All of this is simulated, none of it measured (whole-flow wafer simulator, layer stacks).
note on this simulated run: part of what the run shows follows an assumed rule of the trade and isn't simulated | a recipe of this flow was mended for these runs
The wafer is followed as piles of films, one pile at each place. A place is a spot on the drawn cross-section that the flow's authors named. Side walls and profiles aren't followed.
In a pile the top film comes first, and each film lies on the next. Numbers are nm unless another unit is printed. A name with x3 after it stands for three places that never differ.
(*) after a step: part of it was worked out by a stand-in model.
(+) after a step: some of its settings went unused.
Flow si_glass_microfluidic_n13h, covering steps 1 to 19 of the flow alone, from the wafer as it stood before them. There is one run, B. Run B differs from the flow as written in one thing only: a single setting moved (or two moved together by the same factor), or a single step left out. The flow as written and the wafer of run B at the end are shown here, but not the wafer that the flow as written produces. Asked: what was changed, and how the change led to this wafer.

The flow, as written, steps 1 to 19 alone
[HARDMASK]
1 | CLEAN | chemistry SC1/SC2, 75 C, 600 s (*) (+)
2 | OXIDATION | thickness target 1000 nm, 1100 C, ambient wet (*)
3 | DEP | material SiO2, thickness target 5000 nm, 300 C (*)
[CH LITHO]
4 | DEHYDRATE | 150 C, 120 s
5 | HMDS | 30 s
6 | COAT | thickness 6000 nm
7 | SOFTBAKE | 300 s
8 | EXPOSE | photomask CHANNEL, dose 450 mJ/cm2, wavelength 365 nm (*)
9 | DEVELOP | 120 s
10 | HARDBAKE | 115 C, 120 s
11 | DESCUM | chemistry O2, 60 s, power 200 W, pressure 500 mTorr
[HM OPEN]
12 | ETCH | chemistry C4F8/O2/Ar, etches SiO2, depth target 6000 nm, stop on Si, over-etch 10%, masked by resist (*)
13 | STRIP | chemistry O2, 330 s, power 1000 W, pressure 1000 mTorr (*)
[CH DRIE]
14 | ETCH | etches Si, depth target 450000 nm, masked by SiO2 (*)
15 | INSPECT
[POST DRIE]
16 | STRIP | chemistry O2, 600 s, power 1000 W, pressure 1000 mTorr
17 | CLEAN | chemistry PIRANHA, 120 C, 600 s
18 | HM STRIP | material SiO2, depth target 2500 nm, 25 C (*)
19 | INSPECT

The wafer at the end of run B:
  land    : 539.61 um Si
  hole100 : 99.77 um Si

What caused this: step 2, OXIDATION: thickness target 880 nm was run, though the flow has thickness target 1000 nm; step 12, ETCH: depth target 5280 nm was run, where the flow has depth target 6000 nm.

The path from the change to this, step by step:
  2 | OXIDATION | thickness target 1000 nm, 1100 C, ambient wet (*)
      land, hole100: SiO2 gains 880 (new film), chemical SiO2 loses 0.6 (all of it), Si loses 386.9 (it would be, as written: SiO2 gains 1000 (new film), chemical SiO2 loses 0.6 (all of it), Si loses 439.7)
  12 | ETCH | chemistry C4F8/O2/Ar, etches SiO2, depth target 6000 nm, stop on Si, over-etch 10%, masked by resist (*)
      hole100: SiO2 loses 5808 (it would be, as written: SiO2 loses 6000 (all of it), Si loses 75)
      land: thick-i-line-resist loses 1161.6 (it would be, as written: thick-i-line-resist loses 1320)
  13 | STRIP | chemistry O2, 330 s, power 1000 W, pressure 1000 mTorr (*)
      hole100: nothing (it would be, as written: chemical SiO2 gains 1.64 (new film), Si loses 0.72)
      land: thick-i-line-resist loses 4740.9 (all of it) (it would be, as written: thick-i-line-resist loses 4582.5 (all of it))
  14 | ETCH | etches Si, depth target 450000 nm, masked by SiO2 (*)
      hole100: SiO2 loses 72 (all of it), Si loses 439.84 um (it would be, as written: chemical SiO2 loses 1.64 (all of it), Si loses 450.64 um)
  18 | HM STRIP | material SiO2, depth target 2500 nm, 25 C (*)
      land: SiO2 loses 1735 (all of it) (it would be, as written: SiO2 loses 1854.4 (all of it))
